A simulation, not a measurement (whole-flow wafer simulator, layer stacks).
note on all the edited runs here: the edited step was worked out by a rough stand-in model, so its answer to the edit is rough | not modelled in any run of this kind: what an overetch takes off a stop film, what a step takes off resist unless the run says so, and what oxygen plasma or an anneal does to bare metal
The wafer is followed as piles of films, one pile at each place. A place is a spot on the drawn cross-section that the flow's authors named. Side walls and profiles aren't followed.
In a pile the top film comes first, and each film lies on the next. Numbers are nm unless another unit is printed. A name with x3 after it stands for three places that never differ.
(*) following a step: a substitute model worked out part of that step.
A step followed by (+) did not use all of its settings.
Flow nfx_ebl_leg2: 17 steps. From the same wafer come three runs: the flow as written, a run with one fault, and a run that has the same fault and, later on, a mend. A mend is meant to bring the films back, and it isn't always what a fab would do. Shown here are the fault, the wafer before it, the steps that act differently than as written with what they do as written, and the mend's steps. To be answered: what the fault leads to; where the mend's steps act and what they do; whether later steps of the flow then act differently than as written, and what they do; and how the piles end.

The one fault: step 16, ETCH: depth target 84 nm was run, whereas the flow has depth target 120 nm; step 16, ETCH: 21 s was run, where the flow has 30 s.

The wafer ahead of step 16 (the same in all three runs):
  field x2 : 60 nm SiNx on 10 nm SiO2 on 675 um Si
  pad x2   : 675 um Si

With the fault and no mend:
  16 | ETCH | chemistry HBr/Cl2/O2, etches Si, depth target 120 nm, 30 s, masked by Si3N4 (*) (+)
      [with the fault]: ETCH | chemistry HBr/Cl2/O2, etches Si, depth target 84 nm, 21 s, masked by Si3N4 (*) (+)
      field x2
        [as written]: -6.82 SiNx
        [with the fault]: -4.77 SiNx
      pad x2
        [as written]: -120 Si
        [with the fault]: -84 Si
  Every later step of the flow that is run acts as written at every place that is followed.
  At field x2, the piles at the end differ from the flow's by more than 2% or 0.5 nm, whichever is larger.
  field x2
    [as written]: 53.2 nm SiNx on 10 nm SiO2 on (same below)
    [with the fault]: 55.2 nm SiNx on 10 nm SiO2 on (same below)

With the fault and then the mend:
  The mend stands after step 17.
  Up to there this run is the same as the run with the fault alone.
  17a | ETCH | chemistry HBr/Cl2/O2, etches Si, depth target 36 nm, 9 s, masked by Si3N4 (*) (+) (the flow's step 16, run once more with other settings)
      field x2
        -2.05 SiNx
      pad x2
        -36 Si
  Every later step of the flow that is run acts as written at every place that is followed.
  At every place that both follow, the piles at the end match the flow's.
